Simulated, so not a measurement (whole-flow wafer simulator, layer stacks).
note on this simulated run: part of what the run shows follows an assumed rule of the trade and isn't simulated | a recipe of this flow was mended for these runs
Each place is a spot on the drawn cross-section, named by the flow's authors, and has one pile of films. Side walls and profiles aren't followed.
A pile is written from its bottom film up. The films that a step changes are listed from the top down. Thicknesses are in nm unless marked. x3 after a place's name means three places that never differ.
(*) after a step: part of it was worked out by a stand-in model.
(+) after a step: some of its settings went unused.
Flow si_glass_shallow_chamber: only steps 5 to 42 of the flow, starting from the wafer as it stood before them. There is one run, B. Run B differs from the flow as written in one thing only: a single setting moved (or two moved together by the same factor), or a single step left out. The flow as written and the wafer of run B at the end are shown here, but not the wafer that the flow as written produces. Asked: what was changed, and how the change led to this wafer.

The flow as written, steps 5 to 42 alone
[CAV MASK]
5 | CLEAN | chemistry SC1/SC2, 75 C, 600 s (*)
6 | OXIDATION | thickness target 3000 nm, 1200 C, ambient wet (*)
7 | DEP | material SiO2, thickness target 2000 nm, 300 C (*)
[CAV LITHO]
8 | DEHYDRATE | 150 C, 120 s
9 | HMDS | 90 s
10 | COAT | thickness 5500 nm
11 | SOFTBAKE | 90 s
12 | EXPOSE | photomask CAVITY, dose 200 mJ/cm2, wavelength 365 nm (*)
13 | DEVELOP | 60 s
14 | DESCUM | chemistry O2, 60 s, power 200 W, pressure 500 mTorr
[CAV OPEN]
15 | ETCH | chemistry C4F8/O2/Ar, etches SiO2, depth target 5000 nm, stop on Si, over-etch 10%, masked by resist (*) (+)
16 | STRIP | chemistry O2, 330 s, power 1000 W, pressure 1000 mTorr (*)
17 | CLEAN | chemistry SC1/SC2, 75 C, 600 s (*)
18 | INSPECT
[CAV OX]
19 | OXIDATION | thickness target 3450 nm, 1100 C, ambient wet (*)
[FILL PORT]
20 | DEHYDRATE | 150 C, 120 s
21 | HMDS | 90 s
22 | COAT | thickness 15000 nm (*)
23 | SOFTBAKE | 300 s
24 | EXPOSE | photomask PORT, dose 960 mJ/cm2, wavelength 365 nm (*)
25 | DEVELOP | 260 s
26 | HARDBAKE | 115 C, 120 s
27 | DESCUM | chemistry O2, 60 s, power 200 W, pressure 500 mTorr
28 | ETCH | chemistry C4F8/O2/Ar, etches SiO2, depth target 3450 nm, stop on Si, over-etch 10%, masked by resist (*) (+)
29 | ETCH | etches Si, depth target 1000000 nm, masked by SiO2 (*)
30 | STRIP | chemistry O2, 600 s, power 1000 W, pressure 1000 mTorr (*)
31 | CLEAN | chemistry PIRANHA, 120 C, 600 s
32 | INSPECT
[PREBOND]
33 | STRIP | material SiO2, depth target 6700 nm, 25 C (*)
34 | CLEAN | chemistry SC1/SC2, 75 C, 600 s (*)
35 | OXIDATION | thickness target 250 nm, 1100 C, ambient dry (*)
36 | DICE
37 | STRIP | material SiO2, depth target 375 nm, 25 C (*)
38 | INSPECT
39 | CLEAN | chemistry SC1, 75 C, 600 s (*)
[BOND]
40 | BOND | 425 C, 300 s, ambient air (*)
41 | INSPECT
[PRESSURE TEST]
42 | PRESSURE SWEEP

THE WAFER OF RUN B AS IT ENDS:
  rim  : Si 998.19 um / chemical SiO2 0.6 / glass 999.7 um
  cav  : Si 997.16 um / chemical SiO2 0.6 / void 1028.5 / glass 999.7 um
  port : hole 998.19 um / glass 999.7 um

The reason: step 6, OXIDATION: thickness target 2640 nm was run, while the flow as written has thickness target 3000 nm; step 15, ETCH: depth target 4400 nm was run, where the flow has depth target 5000 nm.

The path from the change to this, step by step:
  6 | OXIDATION | thickness target 3000 nm, 1200 C, ambient wet (*)
      rim, ramp, cav, port, septum, ring: SiO2 gains 2640 (new film), chemical SiO2 loses 0.6 (all of it), Si loses 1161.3 (as written it would have been: SiO2 gains 3000 (new film), chemical SiO2 loses 0.6 (all of it), Si loses 1319.7)
  15 | ETCH | chemistry C4F8/O2/Ar, etches SiO2, depth target 5000 nm, stop on Si, over-etch 10%, masked by resist (*) (+)
      rim, ramp, septum, ring: thick-i-line-resist loses 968 (as written it would have been: thick-i-line-resist loses 1100)
      cav, port: SiO2 loses 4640 (all of it), Si loses 25 (as written it would have been: SiO2 loses 5000 (all of it), Si loses 62.5)
  16 | STRIP | chemistry O2, 330 s, power 1000 W, pressure 1000 mTorr (*)
      rim, ramp, septum, ring: thick-i-line-resist loses 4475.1 (all of it) (as written it would have been: thick-i-line-resist loses 4343.1 (all of it))
  19 | OXIDATION | thickness target 3450 nm, 1100 C, ambient wet (*)
      rim, ramp, septum, ring: SiO2 gains 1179, Si loses 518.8 (as written it would have been: SiO2 gains 1110.9, Si loses 488.8)
  22 | COAT | thickness 15000 nm (*)
      rim: thick-i-line-resist gains 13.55 um (new film) (as written it would have been: thick-i-line-resist gains 13.4 um (new film))
      ramp: thick-i-line-resist gains 13.09 um (new film) (as written it would have been: thick-i-line-resist gains 12.89 um (new film))
      (and at 4 other places as well)
  23 | SOFTBAKE | 300 s
      rim: thick-i-line-resist loses 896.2 (as written it would have been: thick-i-line-resist loses 997)
      ramp: thick-i-line-resist loses 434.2 (as written it would have been: thick-i-line-resist loses 487.1)
      (and at 4 other places as well)
  25 | DEVELOP | 260 s
      port: thick-i-line-resist loses 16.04 um (all of it) (as written it would have been: thick-i-line-resist loses 16.16 um (all of it))
  26 | HARDBAKE | 115 C, 120 s
      rim, ramp: thick-i-line-resist loses 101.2 (as written it would have been: thick-i-line-resist loses 98.2)
  29 | ETCH | etches Si, depth target 1000000 nm, masked by SiO2 (*)
      rim, ramp: thick-i-line-resist loses 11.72 um (all of it), SiO2 loses 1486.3 (as written it would have been: thick-i-line-resist loses 11.47 um (all of it), SiO2 loses 1617.3)
      port: hole gains 997.24 um (new film), Si loses 997.24 um (all of it) (as written it would have been: hole gains 997.05 um (new film), Si loses 997.05 um (all of it))
      (and at 2 other places as well)
  30 | STRIP | chemistry O2, 600 s, power 1000 W, pressure 1000 mTorr (*)
      cav: thick-i-line-resist loses 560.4 (all of it) (as written it would have been: thick-i-line-resist loses 669.6 (all of it))
  33 | STRIP | material SiO2, depth target 6700 nm, 25 C (*)
      rim, ramp: SiO2 loses 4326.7 (all of it) (as written it would have been: SiO2 loses 4487.5 (all of it))
      septum: SiO2 loses 5451.6 (all of it) (as written it would have been: SiO2 loses 5732.1 (all of it))
      (and at 1 other place as well)
  40 | BOND | 425 C, 300 s, ambient air (*)
      cav: glass gains 999.7 um (new film), void gains 1028.5 (new film) (as written it would have been: glass gains 999.7 um (new film), void gains 1095.9 (new film))
      port: glass gains 999.7 um (new film), hole gains 949.8 (as written it would have been: glass gains 999.7 um (new film), hole gains 1017.3)
